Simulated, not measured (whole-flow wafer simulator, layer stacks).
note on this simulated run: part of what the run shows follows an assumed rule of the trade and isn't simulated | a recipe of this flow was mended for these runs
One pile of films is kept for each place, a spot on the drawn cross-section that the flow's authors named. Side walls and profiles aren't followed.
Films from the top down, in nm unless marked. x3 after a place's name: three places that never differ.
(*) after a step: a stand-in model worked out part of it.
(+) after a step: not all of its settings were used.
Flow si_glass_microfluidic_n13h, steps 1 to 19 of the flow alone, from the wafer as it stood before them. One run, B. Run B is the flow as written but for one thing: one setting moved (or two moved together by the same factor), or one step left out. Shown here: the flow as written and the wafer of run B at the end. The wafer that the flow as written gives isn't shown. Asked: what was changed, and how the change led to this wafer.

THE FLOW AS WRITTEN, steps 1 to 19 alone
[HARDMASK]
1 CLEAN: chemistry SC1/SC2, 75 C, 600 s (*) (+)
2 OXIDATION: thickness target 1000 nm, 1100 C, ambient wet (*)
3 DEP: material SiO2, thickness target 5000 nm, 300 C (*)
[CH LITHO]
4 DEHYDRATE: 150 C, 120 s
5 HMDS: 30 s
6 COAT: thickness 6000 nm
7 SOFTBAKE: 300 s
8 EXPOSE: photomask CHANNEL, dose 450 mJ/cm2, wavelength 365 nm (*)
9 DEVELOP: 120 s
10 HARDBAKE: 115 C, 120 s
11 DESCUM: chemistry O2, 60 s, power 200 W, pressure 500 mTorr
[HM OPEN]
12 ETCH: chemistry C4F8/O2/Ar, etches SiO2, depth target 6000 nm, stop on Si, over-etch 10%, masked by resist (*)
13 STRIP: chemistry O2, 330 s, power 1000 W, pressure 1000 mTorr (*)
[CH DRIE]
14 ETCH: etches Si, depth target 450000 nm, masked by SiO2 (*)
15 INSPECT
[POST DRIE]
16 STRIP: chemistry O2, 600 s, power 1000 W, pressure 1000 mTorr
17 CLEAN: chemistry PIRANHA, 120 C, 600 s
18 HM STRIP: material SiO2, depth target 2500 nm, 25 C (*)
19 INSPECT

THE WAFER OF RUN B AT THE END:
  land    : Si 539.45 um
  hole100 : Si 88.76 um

The cause: step 2, OXIDATION: thickness target 1233 nm was run, where the flow has thickness target 1000 nm.

How the change led to this, step by step:
  2 OXIDATION: thickness target 1000 nm, 1100 C, ambient wet (*)
      land, hole100: SiO2 +1233 (new film), chemical SiO2 -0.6 (all of it), Si -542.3 (as written it would be: SiO2 +1000 (new film), chemical SiO2 -0.6 (all of it), Si -439.7)
  12 ETCH: chemistry C4F8/O2/Ar, etches SiO2, depth target 6000 nm, stop on Si, over-etch 10%, masked by resist (*)
      hole100: SiO2 -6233 (all of it), Si -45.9 (as written it would be: SiO2 -6000 (all of it), Si -75)
  18 HM STRIP: material SiO2, depth target 2500 nm, 25 C (*)
      land: SiO2 -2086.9 (all of it) (as written it would be: SiO2 -1854.4 (all of it))
